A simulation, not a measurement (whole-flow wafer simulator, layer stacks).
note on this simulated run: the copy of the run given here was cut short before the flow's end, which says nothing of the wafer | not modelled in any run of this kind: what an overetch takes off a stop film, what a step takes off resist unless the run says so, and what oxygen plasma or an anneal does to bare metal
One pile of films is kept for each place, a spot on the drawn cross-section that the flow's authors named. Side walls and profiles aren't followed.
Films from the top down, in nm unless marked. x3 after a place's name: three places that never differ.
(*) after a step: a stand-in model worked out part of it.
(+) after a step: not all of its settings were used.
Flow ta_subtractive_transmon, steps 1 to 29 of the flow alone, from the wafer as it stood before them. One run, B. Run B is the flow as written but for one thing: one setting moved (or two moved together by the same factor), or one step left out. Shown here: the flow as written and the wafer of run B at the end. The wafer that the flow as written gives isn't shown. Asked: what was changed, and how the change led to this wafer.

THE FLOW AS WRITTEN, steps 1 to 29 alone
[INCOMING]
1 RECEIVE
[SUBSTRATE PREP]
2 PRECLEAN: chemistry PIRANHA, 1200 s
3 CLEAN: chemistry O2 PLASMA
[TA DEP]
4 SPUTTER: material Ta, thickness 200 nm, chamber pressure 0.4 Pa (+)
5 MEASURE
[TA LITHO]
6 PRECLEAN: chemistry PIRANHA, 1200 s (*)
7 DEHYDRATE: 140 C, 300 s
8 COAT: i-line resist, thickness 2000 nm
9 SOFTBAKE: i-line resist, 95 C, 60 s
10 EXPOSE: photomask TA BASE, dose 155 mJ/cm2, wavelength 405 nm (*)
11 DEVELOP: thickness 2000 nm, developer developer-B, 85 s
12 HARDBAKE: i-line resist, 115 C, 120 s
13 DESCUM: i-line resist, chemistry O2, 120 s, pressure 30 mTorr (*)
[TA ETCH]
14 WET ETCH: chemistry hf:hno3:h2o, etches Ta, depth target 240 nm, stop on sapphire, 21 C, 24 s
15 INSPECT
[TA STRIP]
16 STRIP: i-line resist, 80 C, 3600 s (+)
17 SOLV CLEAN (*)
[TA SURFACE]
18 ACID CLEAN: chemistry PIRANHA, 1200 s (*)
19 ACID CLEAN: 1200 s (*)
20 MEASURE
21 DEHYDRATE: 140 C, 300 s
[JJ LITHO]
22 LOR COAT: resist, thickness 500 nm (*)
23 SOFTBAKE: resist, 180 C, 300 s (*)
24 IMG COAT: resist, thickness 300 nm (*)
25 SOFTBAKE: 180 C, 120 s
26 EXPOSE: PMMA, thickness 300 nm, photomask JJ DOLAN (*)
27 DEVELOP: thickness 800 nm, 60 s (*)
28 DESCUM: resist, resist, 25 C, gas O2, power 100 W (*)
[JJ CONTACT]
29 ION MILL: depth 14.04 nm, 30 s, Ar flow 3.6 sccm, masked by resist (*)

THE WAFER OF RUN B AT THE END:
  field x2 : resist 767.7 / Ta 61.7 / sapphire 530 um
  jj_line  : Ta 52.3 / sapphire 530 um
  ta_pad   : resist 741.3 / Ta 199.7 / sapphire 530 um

The cause: step 14, WET ETCH: 13.8 s was run, where the flow has 24 s.

How the change led to this, step by step:
  14 WET ETCH: chemistry hf:hno3:h2o, etches Ta, depth target 240 nm, stop on sapphire, 21 C, 24 s
      field x2, jj_line, lead: Ta -138 (as written it would be: Ta -200 (all of it))
  22 LOR COAT: resist, thickness 500 nm (*)
      lead: resist +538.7 (new film) (as written it would be: resist +554.8 (new film))
      ta_contact: resist +460 (new film) (as written it would be: resist +443.8 (new film))
  27 DEVELOP: thickness 800 nm, 60 s (*)
      lead: resist -847.4 (all of it) (as written it would be: resist -867.4 (all of it))
      ta_contact: resist -751.5 (all of it) (as written it would be: resist -731.2 (all of it))
  29 ION MILL: depth 14.04 nm, 30 s, Ar flow 3.6 sccm, masked by resist (*)
      jj_line, lead: Ta -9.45 (as written it would be: sapphire -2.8)
Counting metal films that touch as one body, field x2 has 1 body; the flow as written gives 0 bodies.
Counting metal films that touch as one body, jj_line has 1 body; the flow as written gives 0 bodies.
